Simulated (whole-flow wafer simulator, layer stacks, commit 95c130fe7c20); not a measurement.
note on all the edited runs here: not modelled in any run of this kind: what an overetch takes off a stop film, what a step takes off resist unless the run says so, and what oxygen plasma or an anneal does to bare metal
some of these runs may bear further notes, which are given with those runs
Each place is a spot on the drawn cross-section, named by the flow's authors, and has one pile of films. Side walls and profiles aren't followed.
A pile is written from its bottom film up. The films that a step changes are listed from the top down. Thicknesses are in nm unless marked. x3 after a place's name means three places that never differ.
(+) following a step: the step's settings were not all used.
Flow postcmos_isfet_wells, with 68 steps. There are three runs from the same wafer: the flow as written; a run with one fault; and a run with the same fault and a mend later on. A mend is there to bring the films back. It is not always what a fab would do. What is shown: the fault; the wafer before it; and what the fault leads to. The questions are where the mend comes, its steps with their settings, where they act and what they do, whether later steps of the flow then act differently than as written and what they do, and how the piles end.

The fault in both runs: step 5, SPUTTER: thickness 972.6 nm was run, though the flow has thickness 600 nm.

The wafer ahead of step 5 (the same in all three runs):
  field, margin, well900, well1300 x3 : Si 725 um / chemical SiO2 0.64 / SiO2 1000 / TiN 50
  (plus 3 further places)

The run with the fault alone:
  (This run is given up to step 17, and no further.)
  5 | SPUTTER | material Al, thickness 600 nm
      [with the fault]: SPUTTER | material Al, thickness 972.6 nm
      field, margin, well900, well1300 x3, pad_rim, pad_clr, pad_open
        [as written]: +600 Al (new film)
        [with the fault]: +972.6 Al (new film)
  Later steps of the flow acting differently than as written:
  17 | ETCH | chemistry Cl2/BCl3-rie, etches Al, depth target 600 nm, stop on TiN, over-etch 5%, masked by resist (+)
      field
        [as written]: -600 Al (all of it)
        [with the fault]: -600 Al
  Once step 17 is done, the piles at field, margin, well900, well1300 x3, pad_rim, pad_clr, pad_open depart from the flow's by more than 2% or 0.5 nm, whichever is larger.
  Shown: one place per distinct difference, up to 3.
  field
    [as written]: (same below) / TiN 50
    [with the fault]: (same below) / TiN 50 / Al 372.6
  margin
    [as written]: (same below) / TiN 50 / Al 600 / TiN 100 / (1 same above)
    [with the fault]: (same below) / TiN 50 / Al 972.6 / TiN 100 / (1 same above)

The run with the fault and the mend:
  The mend stands after step 5.
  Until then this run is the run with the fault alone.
  5a | ETCH | chemistry al pan, depth target 372.6 nm
      field, margin, well900, well1300 x3, pad_rim, pad_clr, pad_open
        -372.6 Al
  Later steps of the flow that are run all act as written at every place that is followed.
  The piles end the same as the flow's at every place that both follow.
